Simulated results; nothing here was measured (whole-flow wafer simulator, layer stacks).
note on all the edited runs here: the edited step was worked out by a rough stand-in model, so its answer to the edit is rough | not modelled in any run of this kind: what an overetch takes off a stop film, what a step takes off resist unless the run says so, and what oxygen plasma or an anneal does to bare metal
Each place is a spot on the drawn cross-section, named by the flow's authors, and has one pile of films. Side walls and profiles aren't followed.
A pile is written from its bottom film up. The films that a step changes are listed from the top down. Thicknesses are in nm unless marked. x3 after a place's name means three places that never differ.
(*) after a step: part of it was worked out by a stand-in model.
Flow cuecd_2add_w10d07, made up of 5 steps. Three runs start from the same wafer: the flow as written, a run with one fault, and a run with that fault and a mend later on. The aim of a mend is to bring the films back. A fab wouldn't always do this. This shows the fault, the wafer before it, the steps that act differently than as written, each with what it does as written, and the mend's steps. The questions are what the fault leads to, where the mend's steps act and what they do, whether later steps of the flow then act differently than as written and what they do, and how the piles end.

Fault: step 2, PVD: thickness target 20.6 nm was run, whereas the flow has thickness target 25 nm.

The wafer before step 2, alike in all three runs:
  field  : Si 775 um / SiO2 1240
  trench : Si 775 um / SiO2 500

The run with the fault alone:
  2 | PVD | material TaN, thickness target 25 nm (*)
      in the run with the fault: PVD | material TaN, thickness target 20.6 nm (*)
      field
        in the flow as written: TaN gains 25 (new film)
        in the run with the fault: TaN gains 20.6 (new film)
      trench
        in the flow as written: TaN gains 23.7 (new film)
        in the run with the fault: TaN gains 19.5 (new film)
  Later steps of the flow that are run all act as written at every place that is followed.
  At field, trench, the piles at the end differ from the flow's by more than 2% or 0.5 nm, whichever is larger.
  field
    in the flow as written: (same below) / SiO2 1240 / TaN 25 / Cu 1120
    in the run with the fault: (same below) / SiO2 1240 / TaN 20.6 / Cu 1120
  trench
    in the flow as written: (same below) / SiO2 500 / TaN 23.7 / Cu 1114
    in the run with the fault: (same below) / SiO2 500 / TaN 19.5 / Cu 1114

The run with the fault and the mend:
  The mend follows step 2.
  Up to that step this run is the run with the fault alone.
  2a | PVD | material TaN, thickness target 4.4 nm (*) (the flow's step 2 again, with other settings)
      field
        TaN gains 4.4
      trench
        TaN gains 4.16
  Later steps of the flow that are run all act as written at every place that is followed.
  At every place that both follow, the piles at the end match the flow's.
